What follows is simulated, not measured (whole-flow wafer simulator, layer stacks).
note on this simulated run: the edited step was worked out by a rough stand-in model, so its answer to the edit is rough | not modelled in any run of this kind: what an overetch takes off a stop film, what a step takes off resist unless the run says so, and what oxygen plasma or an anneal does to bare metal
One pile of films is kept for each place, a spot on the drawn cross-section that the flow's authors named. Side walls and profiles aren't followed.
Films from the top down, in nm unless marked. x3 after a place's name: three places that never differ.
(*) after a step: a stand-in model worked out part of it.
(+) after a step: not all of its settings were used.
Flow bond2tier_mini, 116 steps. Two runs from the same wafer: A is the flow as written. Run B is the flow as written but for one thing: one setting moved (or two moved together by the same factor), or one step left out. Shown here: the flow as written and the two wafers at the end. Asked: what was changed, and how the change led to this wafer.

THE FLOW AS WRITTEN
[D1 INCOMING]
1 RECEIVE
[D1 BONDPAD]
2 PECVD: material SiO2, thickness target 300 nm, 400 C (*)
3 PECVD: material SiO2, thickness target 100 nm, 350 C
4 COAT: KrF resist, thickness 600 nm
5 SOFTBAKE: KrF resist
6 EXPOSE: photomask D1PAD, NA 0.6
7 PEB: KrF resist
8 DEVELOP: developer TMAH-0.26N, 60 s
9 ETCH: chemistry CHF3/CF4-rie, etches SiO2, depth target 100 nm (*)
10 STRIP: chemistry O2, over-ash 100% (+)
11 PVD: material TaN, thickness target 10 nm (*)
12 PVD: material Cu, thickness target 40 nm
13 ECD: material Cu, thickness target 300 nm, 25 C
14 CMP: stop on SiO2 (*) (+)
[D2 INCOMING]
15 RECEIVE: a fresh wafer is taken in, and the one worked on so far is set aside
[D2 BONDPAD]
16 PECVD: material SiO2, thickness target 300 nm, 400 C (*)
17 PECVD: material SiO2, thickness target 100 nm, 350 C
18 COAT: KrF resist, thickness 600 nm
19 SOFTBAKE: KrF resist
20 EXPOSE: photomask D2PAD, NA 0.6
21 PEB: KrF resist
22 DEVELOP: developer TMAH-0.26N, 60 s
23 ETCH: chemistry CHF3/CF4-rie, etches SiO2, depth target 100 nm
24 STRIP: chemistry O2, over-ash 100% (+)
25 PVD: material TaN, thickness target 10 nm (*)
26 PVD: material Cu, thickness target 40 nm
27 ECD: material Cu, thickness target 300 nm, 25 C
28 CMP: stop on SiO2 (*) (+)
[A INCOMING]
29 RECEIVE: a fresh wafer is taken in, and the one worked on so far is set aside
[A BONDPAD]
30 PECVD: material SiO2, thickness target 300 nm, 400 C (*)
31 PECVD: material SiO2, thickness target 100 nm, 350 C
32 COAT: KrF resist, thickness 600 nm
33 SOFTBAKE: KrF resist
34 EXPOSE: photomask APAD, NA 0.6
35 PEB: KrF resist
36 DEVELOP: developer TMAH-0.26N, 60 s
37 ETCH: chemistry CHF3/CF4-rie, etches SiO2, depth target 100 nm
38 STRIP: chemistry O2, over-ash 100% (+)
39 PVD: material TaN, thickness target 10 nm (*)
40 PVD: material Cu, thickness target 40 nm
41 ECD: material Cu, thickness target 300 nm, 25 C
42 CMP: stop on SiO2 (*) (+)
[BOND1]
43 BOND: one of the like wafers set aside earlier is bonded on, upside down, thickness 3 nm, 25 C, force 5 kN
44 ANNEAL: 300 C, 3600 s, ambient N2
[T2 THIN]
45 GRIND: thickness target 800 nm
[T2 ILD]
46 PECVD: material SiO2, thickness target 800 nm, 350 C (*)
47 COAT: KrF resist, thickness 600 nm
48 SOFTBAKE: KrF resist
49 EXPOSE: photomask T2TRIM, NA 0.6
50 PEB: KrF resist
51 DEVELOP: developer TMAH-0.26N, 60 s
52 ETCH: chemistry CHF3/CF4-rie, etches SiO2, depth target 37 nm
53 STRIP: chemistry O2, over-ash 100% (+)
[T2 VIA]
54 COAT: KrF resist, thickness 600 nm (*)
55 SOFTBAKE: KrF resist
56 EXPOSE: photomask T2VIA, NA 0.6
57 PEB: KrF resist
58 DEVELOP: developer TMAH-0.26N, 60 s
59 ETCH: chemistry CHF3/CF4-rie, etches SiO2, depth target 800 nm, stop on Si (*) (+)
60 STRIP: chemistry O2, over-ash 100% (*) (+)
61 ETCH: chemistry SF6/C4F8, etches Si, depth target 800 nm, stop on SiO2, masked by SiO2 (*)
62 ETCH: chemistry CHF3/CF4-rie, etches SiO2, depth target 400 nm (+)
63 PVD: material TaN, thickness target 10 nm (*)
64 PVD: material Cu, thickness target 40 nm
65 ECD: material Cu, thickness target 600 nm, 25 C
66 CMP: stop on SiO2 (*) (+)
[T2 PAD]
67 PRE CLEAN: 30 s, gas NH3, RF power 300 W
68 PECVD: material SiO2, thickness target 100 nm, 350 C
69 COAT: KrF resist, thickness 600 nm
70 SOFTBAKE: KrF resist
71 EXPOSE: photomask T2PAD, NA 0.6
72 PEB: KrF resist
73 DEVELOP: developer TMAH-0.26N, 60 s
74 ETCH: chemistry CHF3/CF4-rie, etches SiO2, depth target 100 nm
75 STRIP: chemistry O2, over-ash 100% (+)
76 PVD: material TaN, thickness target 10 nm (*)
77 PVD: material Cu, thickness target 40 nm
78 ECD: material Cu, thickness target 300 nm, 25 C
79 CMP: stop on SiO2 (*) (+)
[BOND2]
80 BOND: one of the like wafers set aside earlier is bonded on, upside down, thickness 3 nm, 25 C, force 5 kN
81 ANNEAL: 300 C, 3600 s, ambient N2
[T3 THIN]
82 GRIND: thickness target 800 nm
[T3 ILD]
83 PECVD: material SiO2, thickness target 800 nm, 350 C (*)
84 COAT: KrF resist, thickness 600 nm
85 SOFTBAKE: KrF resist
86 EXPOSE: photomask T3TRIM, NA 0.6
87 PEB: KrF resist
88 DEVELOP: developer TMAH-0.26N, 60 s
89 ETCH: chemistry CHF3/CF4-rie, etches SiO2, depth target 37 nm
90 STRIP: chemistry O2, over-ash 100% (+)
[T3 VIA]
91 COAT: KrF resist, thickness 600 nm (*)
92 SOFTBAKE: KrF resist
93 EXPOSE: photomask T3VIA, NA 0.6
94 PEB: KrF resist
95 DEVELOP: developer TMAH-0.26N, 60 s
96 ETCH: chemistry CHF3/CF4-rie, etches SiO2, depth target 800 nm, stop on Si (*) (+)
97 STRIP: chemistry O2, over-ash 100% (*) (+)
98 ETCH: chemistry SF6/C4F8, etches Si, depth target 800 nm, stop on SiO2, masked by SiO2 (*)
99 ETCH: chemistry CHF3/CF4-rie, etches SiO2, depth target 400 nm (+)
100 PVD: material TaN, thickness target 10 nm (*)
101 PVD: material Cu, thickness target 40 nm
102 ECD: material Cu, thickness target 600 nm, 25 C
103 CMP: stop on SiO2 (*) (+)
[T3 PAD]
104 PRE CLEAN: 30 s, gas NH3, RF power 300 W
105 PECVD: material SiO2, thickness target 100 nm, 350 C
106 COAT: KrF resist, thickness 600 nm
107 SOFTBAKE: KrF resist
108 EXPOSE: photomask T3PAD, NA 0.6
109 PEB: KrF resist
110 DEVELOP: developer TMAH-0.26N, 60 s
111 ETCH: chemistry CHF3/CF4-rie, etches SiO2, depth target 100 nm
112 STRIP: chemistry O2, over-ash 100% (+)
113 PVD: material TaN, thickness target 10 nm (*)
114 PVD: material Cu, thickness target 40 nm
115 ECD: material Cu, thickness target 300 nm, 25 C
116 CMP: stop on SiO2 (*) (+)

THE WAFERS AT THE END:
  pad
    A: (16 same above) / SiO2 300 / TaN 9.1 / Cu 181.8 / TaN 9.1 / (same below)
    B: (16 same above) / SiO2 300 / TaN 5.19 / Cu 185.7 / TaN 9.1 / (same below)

The cause: step 11, PVD: thickness target 5.7 nm was run, where the flow has thickness target 10 nm.

How the change led to this, step by step:
  11 PVD: material TaN, thickness target 10 nm (*)
      field: A TaN +10 (new film) | B TaN +5.7 (new film)
      pad: A TaN +9.1 (new film) | B TaN +5.19 (new film)
      (and at 1 more place)
  14 CMP: stop on SiO2 (*) (+)
      field: A Cu -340 (all of it), TaN -10 (all of it) | B Cu -340 (all of it), TaN -5.7 (all of it)
  43 BOND: one of the like wafers set aside earlier is bonded on, upside down, thickness 3 nm, 25 C, force 5 kN
      pad: A Si +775 um (new film), chemical SiO2 +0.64 (new film), SiO2 +300 (new film), TaN +9.1 (new film), Cu +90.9 | B Si +775 um (new film), chemical SiO2 +0.64 (new film), SiO2 +300 (new film), TaN +5.19 (new film), Cu +94.8
      via: A Si +775 um (new film), chemical SiO2 +0.64 (new film), SiO2 +300 (new film), TaN +9.97 (new film), Cu +90 | B Si +775 um (new film), chemical SiO2 +0.64 (new film), SiO2 +300 (new film), TaN +5.68 (new film), Cu +94.3
